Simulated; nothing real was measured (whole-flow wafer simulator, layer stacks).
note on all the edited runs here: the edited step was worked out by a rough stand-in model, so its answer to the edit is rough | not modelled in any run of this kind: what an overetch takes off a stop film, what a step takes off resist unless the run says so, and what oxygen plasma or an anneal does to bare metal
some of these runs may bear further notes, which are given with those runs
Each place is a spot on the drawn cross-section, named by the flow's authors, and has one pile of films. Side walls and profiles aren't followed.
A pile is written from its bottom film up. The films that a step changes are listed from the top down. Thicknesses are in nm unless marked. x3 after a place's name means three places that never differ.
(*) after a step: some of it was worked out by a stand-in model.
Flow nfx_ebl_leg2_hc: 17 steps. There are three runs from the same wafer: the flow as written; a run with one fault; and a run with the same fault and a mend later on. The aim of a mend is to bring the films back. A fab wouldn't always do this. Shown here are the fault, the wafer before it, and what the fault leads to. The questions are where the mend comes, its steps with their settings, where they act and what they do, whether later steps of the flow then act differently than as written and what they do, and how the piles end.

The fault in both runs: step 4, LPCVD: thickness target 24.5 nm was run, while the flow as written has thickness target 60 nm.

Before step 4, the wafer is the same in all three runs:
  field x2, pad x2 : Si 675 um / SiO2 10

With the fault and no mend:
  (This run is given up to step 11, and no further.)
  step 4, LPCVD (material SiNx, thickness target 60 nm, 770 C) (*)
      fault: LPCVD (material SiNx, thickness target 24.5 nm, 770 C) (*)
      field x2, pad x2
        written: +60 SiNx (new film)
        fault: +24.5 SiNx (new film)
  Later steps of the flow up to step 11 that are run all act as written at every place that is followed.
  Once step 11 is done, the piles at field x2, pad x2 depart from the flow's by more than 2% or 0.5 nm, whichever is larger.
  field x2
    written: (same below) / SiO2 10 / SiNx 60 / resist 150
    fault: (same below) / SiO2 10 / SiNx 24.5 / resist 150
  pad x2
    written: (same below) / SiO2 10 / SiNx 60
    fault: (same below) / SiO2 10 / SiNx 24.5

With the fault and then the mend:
  The mend follows step 5.
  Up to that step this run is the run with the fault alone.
  step 5a, ETCH (chemistry h3po4, depth target 28.17 nm)
      field x2, pad x2
        -24.5 SiNx (all of it)
  step 5b, CLEAN (chemistry SC1/SC2) (a further turn of the flow's step 2)
      leaves every film unchanged at each place that is followed
  step 5c, LPCVD (material SiNx, thickness target 60 nm, 770 C) (*) (a further turn of the flow's step 4)
      field x2, pad x2
        +60 SiNx (new film)
  Later steps of the flow that are run all act as written at every place that is followed.
  At every place that both follow, the piles at the end match the flow's.
